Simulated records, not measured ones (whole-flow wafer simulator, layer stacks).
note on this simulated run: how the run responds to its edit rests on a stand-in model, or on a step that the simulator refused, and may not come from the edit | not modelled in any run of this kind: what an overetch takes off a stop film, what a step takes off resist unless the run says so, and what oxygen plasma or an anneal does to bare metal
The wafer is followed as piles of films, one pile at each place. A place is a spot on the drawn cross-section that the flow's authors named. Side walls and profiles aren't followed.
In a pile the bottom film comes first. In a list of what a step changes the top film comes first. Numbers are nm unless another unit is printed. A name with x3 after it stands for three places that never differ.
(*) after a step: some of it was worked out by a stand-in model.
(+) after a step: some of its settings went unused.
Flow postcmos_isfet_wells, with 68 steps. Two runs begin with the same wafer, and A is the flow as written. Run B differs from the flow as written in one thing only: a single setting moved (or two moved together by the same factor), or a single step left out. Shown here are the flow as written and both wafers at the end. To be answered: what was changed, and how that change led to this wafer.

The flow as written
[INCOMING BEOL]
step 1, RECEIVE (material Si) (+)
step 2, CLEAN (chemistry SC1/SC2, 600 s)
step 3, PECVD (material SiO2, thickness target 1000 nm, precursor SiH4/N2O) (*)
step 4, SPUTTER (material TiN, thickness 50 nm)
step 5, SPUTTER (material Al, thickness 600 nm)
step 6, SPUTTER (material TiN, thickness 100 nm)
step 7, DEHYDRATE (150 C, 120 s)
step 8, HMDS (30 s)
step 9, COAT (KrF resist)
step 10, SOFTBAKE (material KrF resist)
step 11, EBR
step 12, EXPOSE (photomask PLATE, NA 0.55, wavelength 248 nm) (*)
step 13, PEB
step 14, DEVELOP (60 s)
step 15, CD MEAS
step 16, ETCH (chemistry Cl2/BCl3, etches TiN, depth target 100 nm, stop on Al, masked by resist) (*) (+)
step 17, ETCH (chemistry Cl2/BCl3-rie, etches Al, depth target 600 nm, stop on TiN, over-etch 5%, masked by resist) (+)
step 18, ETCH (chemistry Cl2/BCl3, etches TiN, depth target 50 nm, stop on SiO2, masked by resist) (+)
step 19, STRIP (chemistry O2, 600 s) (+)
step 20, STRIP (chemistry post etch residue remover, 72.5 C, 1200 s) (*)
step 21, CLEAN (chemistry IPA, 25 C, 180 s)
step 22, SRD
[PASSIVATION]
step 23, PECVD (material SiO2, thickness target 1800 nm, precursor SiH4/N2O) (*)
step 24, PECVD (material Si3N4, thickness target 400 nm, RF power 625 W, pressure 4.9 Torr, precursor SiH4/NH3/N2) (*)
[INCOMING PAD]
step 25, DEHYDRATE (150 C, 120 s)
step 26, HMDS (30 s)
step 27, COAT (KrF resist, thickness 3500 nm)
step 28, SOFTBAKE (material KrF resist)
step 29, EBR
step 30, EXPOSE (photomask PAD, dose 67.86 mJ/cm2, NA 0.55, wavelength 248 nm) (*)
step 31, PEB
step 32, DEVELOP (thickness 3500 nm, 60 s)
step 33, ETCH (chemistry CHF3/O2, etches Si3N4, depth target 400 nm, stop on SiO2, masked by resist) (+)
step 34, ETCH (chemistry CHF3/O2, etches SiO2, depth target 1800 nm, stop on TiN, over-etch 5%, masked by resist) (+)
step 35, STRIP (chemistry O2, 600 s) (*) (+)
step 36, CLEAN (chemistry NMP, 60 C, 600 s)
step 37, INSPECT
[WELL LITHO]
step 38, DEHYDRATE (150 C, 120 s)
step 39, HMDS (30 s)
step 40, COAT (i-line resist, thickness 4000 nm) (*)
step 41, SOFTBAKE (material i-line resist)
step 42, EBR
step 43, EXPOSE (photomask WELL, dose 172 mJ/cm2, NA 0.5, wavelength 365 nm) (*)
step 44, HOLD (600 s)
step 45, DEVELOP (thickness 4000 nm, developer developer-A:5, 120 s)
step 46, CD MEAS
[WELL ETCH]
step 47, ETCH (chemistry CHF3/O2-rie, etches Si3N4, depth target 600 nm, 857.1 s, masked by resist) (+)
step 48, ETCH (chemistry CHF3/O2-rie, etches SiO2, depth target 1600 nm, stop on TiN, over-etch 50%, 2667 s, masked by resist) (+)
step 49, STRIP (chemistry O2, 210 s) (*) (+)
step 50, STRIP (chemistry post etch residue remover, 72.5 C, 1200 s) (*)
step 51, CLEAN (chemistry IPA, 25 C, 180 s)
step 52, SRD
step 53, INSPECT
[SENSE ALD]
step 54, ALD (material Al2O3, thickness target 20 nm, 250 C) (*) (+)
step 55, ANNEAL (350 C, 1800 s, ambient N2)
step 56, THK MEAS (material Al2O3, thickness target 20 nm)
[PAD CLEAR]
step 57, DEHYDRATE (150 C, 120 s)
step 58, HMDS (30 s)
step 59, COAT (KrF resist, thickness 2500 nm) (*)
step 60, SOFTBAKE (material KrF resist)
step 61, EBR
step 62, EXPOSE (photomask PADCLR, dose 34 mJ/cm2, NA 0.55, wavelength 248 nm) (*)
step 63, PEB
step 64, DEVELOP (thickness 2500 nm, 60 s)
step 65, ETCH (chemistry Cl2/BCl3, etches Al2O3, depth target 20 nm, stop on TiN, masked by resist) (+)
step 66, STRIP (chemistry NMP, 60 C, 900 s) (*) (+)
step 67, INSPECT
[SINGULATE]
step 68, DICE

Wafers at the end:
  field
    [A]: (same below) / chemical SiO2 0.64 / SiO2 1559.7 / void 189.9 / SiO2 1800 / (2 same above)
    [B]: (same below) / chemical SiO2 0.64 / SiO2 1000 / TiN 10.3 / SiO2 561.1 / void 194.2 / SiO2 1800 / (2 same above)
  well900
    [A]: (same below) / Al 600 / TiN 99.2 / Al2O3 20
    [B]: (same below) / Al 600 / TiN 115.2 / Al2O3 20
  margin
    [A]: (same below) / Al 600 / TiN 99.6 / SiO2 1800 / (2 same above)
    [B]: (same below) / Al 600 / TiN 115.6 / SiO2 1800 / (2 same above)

Cause: step 6, SPUTTER: thickness 116 nm was run, whereas the flow has thickness 100 nm.

The path from the change to this, step by step:
  step 6, SPUTTER (material TiN, thickness 100 nm)
      field, margin, well900, well1300 x3, pad_rim, pad_clr, pad_open: A +100 TiN (new film) | B +116 TiN (new film)
  step 16, ETCH (chemistry Cl2/BCl3, etches TiN, depth target 100 nm, stop on Al, masked by resist) (*) (+)
      field: A -100 TiN (all of it) | B -100 TiN
  step 17, ETCH (chemistry Cl2/BCl3-rie, etches Al, depth target 600 nm, stop on TiN, over-etch 5%, masked by resist) (+)
      field: A -600 Al (all of it) | B -16 TiN (all of it), -574.4 Al
  step 18, ETCH (chemistry Cl2/BCl3, etches TiN, depth target 50 nm, stop on SiO2, masked by resist) (+)
      field: A -50 TiN (all of it) | B -25.6 Al (all of it), -39.2 TiN
  step 23, PECVD (material SiO2, thickness target 1800 nm, precursor SiH4/N2O) (*)
      field: A +1800 SiO2 (new film), +189.9 void (new film), +559.7 SiO2 | B +1800 SiO2 (new film), +194.2 void (new film), +561.1 SiO2 (new film)
If metal films that touch count as one body, field has 1 body; the flow as written gives 0 bodies.
